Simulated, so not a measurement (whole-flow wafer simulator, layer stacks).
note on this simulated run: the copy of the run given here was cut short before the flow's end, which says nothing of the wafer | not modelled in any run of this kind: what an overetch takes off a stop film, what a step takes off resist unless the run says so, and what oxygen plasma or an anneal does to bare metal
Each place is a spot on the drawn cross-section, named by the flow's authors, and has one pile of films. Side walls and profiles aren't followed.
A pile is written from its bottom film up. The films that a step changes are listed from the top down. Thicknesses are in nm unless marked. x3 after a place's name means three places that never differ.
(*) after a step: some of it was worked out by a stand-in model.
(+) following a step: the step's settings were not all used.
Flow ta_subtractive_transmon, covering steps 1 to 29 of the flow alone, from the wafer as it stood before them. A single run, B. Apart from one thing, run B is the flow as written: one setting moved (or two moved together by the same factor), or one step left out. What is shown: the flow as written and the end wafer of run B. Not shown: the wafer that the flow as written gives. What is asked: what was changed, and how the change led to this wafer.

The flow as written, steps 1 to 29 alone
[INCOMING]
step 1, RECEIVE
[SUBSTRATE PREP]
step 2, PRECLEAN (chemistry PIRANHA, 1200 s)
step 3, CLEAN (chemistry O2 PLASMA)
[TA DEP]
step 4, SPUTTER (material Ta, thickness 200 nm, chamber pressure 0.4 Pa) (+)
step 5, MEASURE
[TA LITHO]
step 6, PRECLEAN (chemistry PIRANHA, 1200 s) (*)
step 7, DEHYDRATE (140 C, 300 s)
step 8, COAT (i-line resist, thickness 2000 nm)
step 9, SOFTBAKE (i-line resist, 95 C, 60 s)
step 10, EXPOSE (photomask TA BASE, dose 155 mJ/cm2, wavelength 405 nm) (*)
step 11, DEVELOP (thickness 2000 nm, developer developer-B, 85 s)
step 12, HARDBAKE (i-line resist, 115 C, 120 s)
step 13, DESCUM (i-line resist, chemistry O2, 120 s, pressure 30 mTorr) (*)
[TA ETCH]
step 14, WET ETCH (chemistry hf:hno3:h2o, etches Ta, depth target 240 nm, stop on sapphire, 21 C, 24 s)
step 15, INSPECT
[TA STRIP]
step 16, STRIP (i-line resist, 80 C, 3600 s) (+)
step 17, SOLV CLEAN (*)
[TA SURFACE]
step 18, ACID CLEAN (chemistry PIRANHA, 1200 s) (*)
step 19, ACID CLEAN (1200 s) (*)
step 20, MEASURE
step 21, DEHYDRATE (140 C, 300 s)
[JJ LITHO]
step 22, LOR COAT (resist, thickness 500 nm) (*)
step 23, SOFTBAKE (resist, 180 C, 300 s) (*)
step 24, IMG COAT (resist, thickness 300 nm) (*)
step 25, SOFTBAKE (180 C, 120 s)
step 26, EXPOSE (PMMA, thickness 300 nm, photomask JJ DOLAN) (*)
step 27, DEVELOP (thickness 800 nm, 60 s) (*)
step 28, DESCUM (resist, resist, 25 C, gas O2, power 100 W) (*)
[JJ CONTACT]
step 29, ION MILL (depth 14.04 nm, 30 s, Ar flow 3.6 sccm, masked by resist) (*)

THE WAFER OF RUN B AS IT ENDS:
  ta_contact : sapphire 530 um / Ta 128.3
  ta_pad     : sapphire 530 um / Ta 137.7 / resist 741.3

Cause: step 4, SPUTTER: thickness 138 nm was run, whereas the flow has thickness 200 nm.

Step by step, how the change led to this:
  step 4, SPUTTER (material Ta, thickness 200 nm, chamber pressure 0.4 Pa) (+)
      field x2, jj_line, lead, ta_contact, ta_pad: +138 Ta (new film) (in the flow as written it would be: +200 Ta (new film))
  step 14, WET ETCH (chemistry hf:hno3:h2o, etches Ta, depth target 240 nm, stop on sapphire, 21 C, 24 s)
      field x2, jj_line, lead: -138 Ta (all of it) (in the flow as written it would be: -200 Ta (all of it))
  step 22, LOR COAT (resist, thickness 500 nm) (*)
      lead: +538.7 resist (new film) (in the flow as written it would be: +554.8 resist (new film))
      ta_contact: +460.1 resist (new film) (in the flow as written it would be: +443.8 resist (new film))
  step 27, DEVELOP (thickness 800 nm, 60 s) (*)
      lead: -847.3 resist (all of it) (in the flow as written it would be: -867.4 resist (all of it))
      ta_contact: -751.6 resist (all of it) (in the flow as written it would be: -731.2 resist (all of it))
